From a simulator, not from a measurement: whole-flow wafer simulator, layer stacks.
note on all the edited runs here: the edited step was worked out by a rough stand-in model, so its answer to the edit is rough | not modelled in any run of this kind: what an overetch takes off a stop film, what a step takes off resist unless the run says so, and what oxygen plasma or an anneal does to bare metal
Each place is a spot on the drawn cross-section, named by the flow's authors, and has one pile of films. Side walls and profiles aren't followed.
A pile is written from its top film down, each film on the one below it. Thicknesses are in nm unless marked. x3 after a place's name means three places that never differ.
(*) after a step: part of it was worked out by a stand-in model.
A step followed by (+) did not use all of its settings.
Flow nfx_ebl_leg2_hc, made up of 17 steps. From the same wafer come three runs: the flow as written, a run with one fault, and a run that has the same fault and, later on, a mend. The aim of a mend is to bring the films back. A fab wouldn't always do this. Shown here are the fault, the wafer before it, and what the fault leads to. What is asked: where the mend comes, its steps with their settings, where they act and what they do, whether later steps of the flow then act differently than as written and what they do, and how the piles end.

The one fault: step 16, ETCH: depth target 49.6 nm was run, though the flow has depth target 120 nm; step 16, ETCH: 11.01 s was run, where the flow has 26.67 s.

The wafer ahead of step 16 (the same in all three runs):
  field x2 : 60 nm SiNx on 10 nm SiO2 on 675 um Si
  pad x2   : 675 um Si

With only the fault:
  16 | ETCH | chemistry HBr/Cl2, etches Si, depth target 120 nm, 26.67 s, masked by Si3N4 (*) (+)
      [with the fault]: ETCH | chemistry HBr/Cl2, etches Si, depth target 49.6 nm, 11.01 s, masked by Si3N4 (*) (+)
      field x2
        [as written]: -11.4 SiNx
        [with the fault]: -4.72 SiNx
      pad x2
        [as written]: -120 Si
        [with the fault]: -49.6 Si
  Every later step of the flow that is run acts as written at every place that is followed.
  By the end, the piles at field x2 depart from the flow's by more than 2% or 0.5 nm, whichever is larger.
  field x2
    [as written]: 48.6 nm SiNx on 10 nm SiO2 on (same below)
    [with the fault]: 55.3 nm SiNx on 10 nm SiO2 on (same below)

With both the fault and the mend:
  After step 17 comes the mend.
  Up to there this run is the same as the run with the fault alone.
  17a | ETCH | chemistry HBr/Cl2, etches Si, depth target 70.4 nm, 15.65 s, masked by Si3N4 (*) (+) (a further turn of the flow's step 16, with different settings)
      field x2
        -6.71 SiNx
      pad x2
        -70.4 Si
  Every later step of the flow that is run acts as written at every place that is followed.
  By the end, the piles equal the flow's at every place that both follow.
